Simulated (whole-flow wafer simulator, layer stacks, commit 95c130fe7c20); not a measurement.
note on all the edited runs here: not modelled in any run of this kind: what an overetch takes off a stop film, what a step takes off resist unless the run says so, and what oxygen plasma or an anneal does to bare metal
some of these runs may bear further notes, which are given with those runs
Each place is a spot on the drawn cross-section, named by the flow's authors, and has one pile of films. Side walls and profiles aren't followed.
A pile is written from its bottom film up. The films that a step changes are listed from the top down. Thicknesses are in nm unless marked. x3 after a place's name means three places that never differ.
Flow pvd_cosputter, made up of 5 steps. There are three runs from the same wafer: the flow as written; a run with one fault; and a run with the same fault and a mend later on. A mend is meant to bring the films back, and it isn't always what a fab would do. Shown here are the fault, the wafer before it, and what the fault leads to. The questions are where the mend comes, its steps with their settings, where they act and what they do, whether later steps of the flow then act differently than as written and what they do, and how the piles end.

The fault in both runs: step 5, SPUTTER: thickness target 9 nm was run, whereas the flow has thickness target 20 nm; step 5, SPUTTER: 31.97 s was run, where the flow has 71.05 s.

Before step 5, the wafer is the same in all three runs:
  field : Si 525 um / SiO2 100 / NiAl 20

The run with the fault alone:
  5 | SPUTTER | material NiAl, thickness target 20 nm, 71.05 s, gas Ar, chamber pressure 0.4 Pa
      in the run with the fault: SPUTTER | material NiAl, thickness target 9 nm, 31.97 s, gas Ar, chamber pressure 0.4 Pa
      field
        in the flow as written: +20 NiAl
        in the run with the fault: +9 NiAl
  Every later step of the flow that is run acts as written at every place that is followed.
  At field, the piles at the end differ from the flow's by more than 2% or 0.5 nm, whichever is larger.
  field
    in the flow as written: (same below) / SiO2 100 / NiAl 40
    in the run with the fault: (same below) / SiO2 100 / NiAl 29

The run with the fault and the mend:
  After step 5 comes the mend.
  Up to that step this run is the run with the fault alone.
  5a | SPUTTER | material NiAl, thickness target 11 nm, 39.08 s, gas Ar, chamber pressure 0.4 Pa (the flow's step 5 again, with other settings)
      field
        +11 NiAl
  Every later step of the flow that is run acts as written at every place that is followed.
  The piles end the same as the flow's at every place that both follow.
